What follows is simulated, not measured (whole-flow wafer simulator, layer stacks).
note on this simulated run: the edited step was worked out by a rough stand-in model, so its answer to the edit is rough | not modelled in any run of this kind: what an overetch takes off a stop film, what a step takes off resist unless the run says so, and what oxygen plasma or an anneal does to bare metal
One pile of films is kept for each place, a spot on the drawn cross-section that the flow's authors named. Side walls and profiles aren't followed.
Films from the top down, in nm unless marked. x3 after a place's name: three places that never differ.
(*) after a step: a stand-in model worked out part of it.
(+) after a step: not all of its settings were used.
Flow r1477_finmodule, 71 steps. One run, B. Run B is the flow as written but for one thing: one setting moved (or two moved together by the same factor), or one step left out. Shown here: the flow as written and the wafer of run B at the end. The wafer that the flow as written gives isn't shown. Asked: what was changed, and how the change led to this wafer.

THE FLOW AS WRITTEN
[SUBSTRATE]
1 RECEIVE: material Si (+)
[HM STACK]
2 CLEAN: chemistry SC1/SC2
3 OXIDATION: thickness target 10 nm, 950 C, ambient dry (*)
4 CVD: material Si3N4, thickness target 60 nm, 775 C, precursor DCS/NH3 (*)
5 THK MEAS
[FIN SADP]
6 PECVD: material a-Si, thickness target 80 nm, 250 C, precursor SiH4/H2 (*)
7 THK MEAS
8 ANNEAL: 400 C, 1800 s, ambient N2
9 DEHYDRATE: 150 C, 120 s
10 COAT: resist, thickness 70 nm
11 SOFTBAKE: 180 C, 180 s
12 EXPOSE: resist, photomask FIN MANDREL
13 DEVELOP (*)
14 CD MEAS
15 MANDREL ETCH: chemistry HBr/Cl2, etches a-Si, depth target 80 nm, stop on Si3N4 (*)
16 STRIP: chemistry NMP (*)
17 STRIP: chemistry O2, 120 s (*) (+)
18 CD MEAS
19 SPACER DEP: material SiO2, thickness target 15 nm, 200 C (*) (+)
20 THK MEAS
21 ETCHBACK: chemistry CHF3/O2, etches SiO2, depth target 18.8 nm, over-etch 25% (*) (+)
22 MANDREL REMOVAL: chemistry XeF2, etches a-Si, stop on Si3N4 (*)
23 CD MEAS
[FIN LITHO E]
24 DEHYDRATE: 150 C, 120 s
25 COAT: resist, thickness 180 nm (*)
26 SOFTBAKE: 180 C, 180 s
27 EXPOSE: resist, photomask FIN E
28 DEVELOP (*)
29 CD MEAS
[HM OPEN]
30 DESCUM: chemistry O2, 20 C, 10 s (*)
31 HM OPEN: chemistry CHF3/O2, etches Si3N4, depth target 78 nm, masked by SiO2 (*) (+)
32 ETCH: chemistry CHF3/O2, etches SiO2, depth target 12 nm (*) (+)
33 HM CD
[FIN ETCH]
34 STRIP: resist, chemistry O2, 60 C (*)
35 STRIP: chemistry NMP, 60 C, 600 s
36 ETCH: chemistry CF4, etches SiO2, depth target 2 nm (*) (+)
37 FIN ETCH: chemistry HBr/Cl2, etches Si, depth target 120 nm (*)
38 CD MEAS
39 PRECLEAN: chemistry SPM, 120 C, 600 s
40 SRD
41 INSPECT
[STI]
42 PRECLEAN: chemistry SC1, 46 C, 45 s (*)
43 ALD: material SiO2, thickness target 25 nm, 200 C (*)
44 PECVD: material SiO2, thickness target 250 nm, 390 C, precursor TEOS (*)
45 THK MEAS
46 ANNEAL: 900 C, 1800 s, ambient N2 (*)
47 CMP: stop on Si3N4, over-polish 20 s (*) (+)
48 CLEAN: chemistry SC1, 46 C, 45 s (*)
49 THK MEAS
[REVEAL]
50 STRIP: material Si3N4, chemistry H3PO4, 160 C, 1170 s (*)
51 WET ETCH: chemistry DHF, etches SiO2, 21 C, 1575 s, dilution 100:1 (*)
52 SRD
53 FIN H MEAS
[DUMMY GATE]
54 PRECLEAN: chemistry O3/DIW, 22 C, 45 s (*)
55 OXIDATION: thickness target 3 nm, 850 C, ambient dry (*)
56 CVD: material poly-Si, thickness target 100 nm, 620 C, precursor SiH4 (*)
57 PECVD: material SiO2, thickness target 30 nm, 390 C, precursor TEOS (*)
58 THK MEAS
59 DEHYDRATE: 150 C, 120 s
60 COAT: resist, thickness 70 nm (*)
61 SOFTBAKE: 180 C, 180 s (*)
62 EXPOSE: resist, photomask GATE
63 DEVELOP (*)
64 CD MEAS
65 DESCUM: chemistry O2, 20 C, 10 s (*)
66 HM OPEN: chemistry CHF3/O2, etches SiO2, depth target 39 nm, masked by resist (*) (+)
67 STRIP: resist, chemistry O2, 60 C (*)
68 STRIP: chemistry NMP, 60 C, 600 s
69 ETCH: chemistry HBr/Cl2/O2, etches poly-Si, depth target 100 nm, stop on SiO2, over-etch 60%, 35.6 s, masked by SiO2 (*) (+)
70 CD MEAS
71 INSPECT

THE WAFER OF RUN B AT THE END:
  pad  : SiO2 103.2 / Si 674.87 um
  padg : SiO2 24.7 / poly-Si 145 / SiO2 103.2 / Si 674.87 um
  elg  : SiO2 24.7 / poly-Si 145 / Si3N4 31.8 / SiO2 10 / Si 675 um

The cause: step 56, CVD: thickness target 145 nm was run, where the flow has thickness target 100 nm.
It can be read off the wafer: padg has poly-Si 145, and step 56 as written asks for 100 nm.

How the change led to this, step by step:
  56 CVD: material poly-Si, thickness target 100 nm, 620 C, precursor SiH4 (*)
      pad, padg, elg and 26 more: poly-Si +145 (new film) (as written it would be: poly-Si +100 (new film))
      s40cg, s40co: poly-Si +159.6 (new film) (as written it would be: poly-Si +113.9 (new film))
      (and at 5 more places)
  67 STRIP: resist, chemistry O2, 60 C (*)
      s40cg: resist -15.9 (all of it) (as written it would be: resist -16.5 (all of it))
      s45cg: resist -16.3 (all of it) (as written it would be: resist -16.9 (all of it))
      (and at 1 more place)
  69 ETCH: chemistry HBr/Cl2/O2, etches poly-Si, depth target 100 nm, stop on SiO2, over-etch 60%, 35.6 s, masked by SiO2 (*) (+)
      pad, e40so, e100so, e200so, s40so, s45so, s50so: chemical SiO2 -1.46 (all of it), poly-Si -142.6 (all of it) (as written it would be: chemical SiO2 -1.46 (all of it), poly-Si -97.6 (all of it), SiO2 -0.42)
      elo, e40lo, e100lo, e200lo: chemical SiO2 -1.46 (all of it), poly-Si -142.6 (all of it) (as written it would be: chemical SiO2 -1.46 (all of it), poly-Si -97.6 (all of it), Si3N4 -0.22)
      (and at 7 more places)
